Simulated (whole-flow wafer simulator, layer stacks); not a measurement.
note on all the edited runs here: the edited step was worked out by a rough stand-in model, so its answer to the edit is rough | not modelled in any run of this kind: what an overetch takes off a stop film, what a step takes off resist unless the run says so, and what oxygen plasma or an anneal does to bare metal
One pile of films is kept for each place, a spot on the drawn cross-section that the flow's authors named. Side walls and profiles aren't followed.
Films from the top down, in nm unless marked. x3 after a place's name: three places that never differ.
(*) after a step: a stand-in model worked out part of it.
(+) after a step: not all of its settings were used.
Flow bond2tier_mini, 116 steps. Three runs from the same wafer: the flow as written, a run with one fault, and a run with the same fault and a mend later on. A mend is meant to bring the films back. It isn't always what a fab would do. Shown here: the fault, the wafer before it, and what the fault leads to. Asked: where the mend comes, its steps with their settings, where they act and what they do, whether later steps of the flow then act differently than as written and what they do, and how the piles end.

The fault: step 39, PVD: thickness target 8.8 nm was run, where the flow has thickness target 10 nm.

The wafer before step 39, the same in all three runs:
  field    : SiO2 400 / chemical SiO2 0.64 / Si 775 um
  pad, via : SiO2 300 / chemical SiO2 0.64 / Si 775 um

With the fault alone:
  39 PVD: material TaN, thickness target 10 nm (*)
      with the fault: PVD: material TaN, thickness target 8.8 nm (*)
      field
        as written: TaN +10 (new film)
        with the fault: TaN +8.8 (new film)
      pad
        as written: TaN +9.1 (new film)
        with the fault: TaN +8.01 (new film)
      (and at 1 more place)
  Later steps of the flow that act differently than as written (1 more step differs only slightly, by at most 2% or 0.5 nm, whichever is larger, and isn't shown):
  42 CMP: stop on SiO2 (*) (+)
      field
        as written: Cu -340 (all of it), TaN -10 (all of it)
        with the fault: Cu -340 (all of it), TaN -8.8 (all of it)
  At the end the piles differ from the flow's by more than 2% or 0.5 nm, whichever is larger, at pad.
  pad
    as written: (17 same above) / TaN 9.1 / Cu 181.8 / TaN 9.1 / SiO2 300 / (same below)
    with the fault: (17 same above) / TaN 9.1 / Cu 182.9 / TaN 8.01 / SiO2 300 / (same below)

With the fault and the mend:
  The mend comes after step 39.
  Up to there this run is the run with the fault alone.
  39a PVD: material TaN, thickness target 1.2 nm (*) (the flow's step 39 once more, with other settings)
      field, via
        TaN +1.2
      pad
        TaN +1.09
  No later step of the flow acts differently than as written at any place that is followed.
  At the end the piles are the same as the flow's at every place that both follow.
